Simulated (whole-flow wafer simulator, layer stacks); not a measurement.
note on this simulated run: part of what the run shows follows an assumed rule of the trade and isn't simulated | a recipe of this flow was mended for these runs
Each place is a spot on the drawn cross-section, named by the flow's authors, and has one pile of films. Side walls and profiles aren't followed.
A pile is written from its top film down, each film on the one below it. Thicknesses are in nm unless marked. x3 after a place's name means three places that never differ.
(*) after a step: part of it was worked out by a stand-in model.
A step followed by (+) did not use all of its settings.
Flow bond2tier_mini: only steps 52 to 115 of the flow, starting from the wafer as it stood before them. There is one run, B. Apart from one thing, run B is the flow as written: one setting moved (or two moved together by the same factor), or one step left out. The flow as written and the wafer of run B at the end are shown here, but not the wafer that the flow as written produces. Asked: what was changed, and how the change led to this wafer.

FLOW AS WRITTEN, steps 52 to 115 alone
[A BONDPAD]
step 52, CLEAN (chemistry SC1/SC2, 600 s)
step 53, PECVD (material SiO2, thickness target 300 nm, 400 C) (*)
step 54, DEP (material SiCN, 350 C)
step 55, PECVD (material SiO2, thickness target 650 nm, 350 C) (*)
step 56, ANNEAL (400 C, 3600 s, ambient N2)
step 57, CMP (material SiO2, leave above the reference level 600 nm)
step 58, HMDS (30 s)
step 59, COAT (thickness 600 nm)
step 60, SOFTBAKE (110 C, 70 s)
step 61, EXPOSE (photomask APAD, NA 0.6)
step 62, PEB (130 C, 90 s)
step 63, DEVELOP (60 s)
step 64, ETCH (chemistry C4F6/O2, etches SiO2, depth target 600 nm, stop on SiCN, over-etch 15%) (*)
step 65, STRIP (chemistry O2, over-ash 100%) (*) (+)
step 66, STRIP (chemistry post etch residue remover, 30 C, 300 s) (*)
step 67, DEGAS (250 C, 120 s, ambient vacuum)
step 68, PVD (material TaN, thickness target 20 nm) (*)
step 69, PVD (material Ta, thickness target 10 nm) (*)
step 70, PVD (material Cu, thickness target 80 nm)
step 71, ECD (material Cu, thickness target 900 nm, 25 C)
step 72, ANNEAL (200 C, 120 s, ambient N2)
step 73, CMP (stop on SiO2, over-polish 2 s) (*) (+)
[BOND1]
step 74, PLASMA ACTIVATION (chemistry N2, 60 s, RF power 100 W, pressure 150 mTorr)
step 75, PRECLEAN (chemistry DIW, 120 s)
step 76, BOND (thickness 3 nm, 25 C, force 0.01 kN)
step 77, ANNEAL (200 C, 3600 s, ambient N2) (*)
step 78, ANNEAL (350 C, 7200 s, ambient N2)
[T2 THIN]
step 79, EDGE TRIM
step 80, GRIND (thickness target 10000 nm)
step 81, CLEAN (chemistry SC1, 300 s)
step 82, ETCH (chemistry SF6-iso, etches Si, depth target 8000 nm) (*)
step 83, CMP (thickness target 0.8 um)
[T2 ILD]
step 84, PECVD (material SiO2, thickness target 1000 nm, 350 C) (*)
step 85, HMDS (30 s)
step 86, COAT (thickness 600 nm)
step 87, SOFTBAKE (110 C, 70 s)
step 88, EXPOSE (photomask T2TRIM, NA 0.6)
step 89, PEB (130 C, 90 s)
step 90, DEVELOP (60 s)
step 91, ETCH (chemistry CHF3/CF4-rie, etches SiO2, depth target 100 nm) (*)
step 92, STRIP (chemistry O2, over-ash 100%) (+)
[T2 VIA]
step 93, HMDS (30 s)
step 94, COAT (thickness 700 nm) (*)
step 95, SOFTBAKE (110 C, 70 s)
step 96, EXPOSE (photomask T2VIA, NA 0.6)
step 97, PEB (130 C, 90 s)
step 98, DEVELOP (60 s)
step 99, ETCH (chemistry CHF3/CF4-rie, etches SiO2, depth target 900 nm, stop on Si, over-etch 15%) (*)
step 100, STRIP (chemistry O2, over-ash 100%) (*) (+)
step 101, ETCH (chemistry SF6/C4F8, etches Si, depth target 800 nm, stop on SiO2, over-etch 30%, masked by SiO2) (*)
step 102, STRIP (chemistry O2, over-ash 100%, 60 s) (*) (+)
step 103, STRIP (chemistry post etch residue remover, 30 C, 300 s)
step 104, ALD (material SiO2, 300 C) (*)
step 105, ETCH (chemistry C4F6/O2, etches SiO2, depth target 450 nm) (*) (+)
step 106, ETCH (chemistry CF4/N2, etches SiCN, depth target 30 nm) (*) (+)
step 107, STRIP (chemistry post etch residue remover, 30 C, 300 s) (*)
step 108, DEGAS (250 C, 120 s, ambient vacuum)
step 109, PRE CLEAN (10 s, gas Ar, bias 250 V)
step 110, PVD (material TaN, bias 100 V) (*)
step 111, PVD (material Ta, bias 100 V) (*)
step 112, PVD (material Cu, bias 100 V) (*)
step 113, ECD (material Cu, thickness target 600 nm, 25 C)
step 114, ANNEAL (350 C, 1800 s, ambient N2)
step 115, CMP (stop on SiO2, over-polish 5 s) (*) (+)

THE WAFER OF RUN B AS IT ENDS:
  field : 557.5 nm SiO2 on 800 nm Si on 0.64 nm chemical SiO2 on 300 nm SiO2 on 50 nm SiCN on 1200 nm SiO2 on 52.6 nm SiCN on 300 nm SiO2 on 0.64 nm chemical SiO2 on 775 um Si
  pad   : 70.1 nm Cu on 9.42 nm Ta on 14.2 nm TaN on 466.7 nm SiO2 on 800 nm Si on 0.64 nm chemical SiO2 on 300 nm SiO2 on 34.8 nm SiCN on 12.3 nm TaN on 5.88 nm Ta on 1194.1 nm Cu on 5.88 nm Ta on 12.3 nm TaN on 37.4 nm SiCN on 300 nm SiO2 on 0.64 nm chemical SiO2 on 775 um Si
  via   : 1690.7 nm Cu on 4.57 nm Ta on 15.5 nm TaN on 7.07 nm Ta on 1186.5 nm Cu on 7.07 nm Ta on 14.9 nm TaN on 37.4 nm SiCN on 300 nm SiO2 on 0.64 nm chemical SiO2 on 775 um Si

What caused this: step 54, DEP: 338 C was run, while the flow as written has 350 C.

The path from the change to this, step by step:
  step 54, DEP (material SiCN, 350 C)
      field, pad, via: +52.6 SiCN (new film) (in the flow as written it would be: +50 SiCN (new film))
